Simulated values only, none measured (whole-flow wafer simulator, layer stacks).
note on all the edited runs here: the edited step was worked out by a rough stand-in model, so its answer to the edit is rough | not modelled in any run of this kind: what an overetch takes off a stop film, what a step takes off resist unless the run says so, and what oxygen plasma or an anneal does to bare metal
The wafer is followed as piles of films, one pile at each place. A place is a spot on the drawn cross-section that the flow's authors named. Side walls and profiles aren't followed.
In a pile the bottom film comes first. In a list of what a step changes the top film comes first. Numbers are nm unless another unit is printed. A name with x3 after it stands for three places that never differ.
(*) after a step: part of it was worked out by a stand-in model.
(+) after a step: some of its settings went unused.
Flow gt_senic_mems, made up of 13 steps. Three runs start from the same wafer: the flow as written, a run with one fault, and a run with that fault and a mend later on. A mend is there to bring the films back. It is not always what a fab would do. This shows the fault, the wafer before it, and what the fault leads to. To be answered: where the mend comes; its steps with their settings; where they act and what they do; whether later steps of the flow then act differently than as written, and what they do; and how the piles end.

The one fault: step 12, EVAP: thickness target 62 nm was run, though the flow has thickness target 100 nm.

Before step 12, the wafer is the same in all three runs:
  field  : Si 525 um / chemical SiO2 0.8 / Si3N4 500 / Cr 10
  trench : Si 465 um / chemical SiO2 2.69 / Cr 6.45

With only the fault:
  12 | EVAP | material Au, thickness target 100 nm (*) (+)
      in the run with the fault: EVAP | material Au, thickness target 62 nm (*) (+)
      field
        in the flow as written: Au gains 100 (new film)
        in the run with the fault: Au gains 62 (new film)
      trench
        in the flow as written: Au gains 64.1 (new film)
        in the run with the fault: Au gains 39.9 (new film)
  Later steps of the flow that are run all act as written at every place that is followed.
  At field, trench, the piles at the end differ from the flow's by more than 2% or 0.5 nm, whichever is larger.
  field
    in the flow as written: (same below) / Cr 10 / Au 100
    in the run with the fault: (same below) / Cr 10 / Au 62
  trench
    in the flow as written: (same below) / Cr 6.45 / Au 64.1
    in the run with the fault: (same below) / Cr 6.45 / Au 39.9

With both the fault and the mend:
  The mend follows step 13.
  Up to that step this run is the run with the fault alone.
  13a | EVAP | material Au, thickness target 38 nm (*) (+) (the flow's step 12, run once more with other settings)
      field
        Au gains 38
      trench
        Au gains 24.5
  Later steps of the flow that are run all act as written at every place that is followed.
  When the end is reached, the piles differ only a little from the flow's at the places that both follow, at most by 2% or 0.5 nm, whichever is larger.
